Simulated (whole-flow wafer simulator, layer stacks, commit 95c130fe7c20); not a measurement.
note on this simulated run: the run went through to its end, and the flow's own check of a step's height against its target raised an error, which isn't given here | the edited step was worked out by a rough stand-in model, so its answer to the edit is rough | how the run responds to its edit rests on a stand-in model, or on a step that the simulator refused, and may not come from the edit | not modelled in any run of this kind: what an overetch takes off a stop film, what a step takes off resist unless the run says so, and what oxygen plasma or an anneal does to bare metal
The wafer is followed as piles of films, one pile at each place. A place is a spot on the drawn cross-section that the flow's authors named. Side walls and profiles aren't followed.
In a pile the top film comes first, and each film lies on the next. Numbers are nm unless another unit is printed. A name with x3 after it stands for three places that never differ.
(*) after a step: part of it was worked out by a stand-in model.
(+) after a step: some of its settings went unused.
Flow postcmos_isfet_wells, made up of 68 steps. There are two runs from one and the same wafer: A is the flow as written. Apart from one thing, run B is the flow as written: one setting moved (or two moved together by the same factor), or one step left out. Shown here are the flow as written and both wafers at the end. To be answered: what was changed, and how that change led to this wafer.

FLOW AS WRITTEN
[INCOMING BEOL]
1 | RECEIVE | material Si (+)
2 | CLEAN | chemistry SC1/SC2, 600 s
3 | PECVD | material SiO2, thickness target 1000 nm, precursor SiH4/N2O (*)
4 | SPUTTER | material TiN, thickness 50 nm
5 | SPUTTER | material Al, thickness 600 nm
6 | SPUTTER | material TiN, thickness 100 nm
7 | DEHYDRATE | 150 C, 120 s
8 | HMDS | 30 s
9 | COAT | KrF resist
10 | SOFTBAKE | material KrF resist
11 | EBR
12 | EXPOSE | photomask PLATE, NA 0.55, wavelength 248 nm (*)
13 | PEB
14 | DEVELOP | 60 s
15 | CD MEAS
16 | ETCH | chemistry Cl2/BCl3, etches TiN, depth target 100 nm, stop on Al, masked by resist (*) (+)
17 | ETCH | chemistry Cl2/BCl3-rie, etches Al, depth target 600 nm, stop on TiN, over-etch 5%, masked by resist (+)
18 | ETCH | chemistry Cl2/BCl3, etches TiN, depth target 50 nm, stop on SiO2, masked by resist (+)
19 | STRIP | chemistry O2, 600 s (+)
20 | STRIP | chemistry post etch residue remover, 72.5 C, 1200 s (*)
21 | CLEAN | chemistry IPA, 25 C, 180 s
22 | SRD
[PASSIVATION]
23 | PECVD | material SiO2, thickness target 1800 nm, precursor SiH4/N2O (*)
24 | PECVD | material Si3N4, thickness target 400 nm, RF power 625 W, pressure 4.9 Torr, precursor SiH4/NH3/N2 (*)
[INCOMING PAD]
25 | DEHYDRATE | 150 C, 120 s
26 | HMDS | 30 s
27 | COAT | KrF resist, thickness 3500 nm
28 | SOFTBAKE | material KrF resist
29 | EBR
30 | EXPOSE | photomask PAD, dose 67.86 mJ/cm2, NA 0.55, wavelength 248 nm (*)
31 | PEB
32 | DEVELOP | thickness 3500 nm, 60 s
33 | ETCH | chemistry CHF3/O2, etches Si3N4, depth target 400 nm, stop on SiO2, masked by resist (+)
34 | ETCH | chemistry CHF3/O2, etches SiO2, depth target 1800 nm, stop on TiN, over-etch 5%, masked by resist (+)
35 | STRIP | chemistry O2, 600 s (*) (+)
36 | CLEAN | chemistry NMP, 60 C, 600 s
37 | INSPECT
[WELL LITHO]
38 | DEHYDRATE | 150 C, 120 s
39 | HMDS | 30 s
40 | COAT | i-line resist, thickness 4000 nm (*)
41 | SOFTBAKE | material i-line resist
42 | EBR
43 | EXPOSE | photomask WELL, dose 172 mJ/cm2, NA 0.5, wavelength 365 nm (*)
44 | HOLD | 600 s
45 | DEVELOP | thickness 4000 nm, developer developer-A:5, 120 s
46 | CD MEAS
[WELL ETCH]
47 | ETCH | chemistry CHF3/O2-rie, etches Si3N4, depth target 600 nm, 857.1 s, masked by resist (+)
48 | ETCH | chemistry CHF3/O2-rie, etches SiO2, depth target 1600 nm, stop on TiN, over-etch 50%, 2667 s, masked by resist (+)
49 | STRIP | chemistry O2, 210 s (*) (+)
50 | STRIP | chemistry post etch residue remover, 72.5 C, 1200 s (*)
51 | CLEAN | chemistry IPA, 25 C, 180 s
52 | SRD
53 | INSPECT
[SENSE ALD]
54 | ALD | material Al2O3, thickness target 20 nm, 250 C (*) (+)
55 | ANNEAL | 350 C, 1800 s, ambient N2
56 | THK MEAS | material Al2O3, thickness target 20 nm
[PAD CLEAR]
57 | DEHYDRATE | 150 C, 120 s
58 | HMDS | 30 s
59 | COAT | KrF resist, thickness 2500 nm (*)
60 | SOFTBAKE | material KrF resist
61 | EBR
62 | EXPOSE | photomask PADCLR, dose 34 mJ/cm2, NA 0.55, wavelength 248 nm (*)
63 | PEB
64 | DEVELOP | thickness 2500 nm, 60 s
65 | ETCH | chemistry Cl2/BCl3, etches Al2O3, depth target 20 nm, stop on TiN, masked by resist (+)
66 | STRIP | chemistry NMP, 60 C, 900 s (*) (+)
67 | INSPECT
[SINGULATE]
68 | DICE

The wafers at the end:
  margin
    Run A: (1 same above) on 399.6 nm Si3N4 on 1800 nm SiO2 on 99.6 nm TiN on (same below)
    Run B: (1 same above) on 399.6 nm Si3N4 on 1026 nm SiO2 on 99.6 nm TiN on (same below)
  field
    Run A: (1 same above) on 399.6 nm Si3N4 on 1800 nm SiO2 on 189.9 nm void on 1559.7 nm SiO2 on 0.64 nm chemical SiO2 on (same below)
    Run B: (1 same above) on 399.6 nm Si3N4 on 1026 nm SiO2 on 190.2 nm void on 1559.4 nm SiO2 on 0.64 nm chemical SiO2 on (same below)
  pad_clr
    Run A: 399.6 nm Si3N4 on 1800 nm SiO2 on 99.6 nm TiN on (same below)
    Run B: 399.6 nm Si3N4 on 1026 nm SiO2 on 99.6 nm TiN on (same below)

Cause: step 23, PECVD: thickness target 1026 nm was run, whereas the flow has thickness target 1800 nm.
The wafer itself shows it: margin has SiO2 1026, and step 23 as written asks for 1800 nm.

How this came from the change, step by step:
  23 | PECVD | material SiO2, thickness target 1800 nm, precursor SiH4/N2O (*)
      margin, well900, well1300 x3, pad_rim, pad_clr, pad_open: A +1800 SiO2 (new film) | B +1026 SiO2 (new film)
      field: A +1800 SiO2 (new film), +189.9 void (new film), +559.7 SiO2 | B +1026 SiO2 (new film), +190.2 void (new film), +559.4 SiO2
  34 | ETCH | chemistry CHF3/O2, etches SiO2, depth target 1800 nm, stop on TiN, over-etch 5%, masked by resist (+)
      field, margin, well900, well1300 x3, pad_rim, pad_clr: A -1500 KrF resist | B -897.8 KrF resist
      pad_open: A -1800 SiO2 (all of it) | B -1026 SiO2 (all of it)
  35 | STRIP | chemistry O2, 600 s (*) (+)
      field, margin, well900, well1300 x3, pad_rim, pad_clr: A -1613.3 KrF resist (all of it) | B -2215.6 KrF resist (all of it)
  40 | COAT | i-line resist, thickness 4000 nm (*)
      pad_clr: A +3256.8 i-line resist (new film) | B +3503.9 i-line resist (new film)
      pad_open: A +4804.7 i-line resist (new film) | B +4525.4 i-line resist (new film)
  41 | SOFTBAKE | material i-line resist
      pad_clr: A -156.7 i-line resist | B -84.9 i-line resist
      pad_open: A +115.3 i-line resist | B +78.7 i-line resist
  48 | ETCH | chemistry CHF3/O2-rie, etches SiO2, depth target 1600 nm, stop on TiN, over-etch 50%, 2667 s, masked by resist (+)
      well900, well1300 x3: A -1600 SiO2 (all of it) | B -826 SiO2 (all of it)
  49 | STRIP | chemistry O2, 210 s (*) (+)
      pad_clr: A -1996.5 i-line resist (all of it) | B -2315.3 i-line resist (all of it)
      pad_open: A -3816.3 i-line resist (all of it) | B -3500.4 i-line resist (all of it)
  59 | COAT | KrF resist, thickness 2500 nm (*)
      field: A +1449 KrF resist (new film) | B +1818.7 KrF resist (new film)
      margin: A +1448.9 KrF resist (new film) | B +1818.7 KrF resist (new film)
      (and at 3 other places as well)
  60 | SOFTBAKE | material KrF resist
      pad_clr: A -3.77 KrF resist | B -2.78 KrF resist
  63 | PEB
      field, margin: A -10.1 KrF resist | B -12.8 KrF resist
      pad_rim: A -13.9 KrF resist | B -15.2 KrF resist
      (and at 2 other places as well)
  64 | DEVELOP | thickness 2500 nm, 60 s
      pad_clr: A -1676 KrF resist (all of it) | B -1942.3 KrF resist (all of it)
      pad_open: A -3045.1 KrF resist (all of it) | B -2848.4 KrF resist (all of it)
  66 | STRIP | chemistry NMP, 60 C, 900 s (*) (+)
      field, margin: A -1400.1 KrF resist (all of it) | B -1767.2 KrF resist (all of it)
      pad_rim: A -1923.7 KrF resist (all of it) | B -2101.8 KrF resist (all of it)
